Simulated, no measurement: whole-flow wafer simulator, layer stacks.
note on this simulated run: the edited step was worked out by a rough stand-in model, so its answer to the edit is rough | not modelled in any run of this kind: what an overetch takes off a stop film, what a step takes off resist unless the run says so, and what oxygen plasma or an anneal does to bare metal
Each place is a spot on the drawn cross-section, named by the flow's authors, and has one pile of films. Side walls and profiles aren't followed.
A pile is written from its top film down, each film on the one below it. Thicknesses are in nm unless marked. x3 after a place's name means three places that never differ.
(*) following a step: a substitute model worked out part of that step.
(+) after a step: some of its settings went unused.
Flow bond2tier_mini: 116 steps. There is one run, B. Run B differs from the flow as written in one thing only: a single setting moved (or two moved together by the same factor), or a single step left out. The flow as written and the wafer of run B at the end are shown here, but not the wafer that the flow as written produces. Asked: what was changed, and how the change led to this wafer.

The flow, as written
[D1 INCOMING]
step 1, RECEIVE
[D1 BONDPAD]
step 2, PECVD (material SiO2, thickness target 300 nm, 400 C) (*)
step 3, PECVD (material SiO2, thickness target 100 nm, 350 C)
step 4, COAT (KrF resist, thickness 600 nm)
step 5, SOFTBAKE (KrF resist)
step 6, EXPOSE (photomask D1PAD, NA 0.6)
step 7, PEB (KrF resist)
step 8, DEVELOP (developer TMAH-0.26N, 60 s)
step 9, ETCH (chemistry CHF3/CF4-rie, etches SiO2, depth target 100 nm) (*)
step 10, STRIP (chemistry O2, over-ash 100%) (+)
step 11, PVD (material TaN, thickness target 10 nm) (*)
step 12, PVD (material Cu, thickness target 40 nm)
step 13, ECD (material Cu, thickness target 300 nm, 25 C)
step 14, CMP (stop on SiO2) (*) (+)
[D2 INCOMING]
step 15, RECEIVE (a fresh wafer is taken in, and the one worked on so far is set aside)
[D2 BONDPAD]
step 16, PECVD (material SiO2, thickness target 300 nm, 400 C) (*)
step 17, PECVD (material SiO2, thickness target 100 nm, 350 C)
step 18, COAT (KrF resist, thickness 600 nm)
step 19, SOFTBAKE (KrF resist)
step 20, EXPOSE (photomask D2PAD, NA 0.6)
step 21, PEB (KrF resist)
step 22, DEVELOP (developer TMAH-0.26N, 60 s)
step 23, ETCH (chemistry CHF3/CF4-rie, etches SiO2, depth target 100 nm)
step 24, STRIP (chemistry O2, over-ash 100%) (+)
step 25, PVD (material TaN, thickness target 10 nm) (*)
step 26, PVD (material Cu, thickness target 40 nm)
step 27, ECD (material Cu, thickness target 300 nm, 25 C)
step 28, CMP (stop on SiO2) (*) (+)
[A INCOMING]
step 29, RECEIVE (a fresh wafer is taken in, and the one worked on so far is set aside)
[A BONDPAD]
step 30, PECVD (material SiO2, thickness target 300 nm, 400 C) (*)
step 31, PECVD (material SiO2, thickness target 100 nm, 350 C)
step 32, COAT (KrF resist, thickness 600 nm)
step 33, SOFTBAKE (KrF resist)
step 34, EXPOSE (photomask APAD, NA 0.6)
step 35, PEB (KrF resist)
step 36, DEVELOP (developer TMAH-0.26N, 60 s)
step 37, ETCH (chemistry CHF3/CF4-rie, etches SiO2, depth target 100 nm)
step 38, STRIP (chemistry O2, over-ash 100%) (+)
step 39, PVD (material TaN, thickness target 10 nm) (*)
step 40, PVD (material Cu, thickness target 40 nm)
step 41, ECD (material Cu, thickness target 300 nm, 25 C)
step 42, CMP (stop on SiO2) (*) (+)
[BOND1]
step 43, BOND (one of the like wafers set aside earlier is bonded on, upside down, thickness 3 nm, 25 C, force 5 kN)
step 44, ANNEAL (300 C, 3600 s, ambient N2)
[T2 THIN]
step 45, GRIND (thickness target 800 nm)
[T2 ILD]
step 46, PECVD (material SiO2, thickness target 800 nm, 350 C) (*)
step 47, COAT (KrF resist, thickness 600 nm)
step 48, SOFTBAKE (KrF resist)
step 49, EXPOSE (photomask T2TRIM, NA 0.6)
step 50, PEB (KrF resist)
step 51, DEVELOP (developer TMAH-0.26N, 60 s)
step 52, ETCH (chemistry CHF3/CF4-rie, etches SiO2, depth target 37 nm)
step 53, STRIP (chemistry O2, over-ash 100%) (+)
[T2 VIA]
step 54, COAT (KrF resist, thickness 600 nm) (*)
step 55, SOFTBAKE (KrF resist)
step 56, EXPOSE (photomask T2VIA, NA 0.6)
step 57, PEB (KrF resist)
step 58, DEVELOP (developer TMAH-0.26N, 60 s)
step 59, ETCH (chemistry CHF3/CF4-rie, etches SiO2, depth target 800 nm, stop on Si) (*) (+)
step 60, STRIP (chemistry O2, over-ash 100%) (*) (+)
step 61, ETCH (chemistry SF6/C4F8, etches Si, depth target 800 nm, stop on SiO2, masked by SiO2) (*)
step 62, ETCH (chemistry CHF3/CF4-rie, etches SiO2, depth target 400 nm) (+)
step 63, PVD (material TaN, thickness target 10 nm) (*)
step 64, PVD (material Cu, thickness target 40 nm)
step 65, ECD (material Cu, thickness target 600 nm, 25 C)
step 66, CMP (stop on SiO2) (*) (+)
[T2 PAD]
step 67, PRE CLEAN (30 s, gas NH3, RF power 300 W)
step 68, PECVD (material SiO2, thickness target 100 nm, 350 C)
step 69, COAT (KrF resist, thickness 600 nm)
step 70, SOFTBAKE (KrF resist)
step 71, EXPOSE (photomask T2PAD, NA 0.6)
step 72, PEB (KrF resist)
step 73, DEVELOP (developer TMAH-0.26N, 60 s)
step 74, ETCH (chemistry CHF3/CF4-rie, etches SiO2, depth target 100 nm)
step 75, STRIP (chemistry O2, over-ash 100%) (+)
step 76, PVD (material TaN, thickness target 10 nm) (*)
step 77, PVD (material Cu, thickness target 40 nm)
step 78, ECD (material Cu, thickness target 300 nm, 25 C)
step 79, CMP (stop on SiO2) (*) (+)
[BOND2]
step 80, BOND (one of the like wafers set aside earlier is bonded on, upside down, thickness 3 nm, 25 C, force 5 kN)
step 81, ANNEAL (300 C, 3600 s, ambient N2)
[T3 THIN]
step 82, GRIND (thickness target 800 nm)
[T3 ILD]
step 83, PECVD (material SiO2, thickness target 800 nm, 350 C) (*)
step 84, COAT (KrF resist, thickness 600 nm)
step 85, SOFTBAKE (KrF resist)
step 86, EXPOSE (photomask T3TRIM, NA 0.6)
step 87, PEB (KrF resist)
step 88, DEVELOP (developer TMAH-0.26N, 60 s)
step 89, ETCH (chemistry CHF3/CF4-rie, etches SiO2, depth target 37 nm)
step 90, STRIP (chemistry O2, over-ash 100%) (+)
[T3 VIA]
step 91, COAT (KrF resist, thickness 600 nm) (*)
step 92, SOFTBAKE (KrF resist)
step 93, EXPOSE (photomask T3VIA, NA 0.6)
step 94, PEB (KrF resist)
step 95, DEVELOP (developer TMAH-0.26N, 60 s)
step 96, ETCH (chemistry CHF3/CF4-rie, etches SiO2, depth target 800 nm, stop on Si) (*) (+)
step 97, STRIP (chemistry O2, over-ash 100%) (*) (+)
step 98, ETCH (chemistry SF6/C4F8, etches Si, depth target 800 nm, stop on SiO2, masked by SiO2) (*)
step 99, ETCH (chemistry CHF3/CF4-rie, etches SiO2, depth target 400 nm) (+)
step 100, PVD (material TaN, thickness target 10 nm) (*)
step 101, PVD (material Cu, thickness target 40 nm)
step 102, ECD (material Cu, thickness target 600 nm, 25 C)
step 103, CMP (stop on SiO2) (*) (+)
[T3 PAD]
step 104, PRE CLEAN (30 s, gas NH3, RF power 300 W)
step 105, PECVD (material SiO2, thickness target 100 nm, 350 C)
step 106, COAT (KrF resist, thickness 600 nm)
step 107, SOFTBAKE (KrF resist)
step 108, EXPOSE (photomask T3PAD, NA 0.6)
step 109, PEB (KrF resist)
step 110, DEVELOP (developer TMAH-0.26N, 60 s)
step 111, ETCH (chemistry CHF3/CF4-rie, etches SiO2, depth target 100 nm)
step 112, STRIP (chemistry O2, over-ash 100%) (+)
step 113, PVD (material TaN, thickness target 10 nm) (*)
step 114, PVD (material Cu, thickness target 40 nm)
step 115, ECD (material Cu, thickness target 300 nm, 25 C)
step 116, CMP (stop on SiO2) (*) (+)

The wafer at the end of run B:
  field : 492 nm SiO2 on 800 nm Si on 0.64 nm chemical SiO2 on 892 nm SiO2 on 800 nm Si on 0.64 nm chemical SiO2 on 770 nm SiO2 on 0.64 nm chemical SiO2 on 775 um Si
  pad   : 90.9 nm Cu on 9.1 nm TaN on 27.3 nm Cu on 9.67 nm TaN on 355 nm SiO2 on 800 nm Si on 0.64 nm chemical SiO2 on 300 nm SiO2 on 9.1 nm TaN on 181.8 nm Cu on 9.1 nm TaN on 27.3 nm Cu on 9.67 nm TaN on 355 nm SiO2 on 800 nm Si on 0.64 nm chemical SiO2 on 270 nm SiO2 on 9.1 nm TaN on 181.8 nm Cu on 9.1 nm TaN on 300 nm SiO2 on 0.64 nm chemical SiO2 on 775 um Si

Cause: step 2, PECVD: thickness target 270 nm was run, whereas the flow has thickness target 300 nm.
The wafer lets one read it off: pad has SiO2 270, and step 2 as written asks for 300 nm.

Step by step, how the change led to this:
  step 2, PECVD (material SiO2, thickness target 300 nm, 400 C) (*)
      field, pad, via: SiO2 gains 270 (new film) (in the flow as written it would be: SiO2 gains 300 (new film))
  step 43, BOND (one of the like wafers set aside earlier is bonded on, upside down, thickness 3 nm, 25 C, force 5 kN)
      field: Si gains 775 um (new film), chemical SiO2 gains 0.64 (new film), SiO2 gains 370 (in the flow as written it would be: Si gains 775 um (new film), chemical SiO2 gains 0.64 (new film), SiO2 gains 400)
      pad: Si gains 775 um (new film), chemical SiO2 gains 0.64 (new film), SiO2 gains 270 (new film), TaN gains 9.1 (new film), Cu gains 90.9 (in the flow as written it would be: Si gains 775 um (new film), chemical SiO2 gains 0.64 (new film), SiO2 gains 300 (new film), TaN gains 9.1 (new film), Cu gains 90.9)
      (as well as at 1 more place)
